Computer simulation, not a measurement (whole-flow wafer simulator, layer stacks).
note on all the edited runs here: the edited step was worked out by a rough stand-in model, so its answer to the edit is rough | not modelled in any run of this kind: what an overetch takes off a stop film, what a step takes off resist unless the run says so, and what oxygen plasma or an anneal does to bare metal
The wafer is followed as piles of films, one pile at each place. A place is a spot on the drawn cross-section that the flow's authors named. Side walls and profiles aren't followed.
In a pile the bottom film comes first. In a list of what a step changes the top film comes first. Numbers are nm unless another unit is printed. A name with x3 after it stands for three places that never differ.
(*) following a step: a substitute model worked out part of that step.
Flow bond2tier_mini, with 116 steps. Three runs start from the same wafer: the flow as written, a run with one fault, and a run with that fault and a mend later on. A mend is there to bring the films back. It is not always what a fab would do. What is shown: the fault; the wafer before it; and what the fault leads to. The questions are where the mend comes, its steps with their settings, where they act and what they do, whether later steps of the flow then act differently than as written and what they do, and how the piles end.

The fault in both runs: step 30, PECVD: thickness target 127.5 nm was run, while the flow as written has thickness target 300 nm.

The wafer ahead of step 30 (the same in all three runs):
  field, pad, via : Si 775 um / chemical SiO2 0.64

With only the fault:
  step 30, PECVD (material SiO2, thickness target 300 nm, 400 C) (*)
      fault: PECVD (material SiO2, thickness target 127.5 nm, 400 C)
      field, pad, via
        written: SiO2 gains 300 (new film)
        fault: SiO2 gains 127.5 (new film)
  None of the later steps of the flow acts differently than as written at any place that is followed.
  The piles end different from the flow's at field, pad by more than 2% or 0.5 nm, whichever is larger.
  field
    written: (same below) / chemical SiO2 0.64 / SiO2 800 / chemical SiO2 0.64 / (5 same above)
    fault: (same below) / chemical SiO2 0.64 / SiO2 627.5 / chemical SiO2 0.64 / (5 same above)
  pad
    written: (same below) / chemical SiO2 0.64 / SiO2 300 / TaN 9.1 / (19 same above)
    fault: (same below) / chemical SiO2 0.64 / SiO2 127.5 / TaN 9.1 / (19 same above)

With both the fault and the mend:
  After step 30 comes the mend.
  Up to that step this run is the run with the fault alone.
  step 30a, PECVD (material SiO2, thickness target 172.5 nm, 400 C) (a further turn of the flow's step 30, with different settings)
      field, pad, via
        SiO2 gains 172.5
  None of the later steps of the flow acts differently than as written at any place that is followed.
  At every place that both follow, the piles at the end match the flow's.
